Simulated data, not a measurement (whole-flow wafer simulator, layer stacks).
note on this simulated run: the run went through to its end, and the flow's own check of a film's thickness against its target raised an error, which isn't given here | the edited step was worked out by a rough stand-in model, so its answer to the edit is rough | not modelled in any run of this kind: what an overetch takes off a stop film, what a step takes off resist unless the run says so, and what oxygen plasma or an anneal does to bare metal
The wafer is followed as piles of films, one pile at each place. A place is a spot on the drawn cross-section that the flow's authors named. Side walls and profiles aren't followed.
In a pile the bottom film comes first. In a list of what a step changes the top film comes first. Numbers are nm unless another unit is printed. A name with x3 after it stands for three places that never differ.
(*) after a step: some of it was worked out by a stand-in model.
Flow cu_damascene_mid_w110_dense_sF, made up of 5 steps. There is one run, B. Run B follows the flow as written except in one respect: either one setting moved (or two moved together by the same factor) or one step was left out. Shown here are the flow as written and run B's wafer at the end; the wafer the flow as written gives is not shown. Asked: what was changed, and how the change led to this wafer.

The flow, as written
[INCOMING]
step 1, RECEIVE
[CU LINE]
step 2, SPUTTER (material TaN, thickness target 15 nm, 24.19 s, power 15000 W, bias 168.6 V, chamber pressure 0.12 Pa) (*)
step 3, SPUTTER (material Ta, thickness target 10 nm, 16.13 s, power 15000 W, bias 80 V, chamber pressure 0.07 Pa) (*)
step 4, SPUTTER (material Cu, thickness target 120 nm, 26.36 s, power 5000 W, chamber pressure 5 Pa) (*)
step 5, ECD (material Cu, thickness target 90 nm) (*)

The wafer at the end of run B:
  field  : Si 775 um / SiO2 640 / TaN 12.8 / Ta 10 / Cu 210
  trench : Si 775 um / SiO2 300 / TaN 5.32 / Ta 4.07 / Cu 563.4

The reason: step 2, SPUTTER: thickness target 12.8 nm was run, whereas the flow has thickness target 15 nm; step 2, SPUTTER: 20.56 s was run, where the flow has 24.19 s.
The wafer itself shows it: field has TaN 12.8, and step 2 as written asks for 15 nm.

The path from the change to this, step by step:
  step 2, SPUTTER (material TaN, thickness target 15 nm, 24.19 s, power 15000 W, bias 168.6 V, chamber pressure 0.12 Pa) (*)
      field: TaN gains 12.8 (new film) (in the flow as written it would be: TaN gains 15 (new film))
      trench: TaN gains 5.32 (new film) (in the flow as written it would be: TaN gains 6.23 (new film))
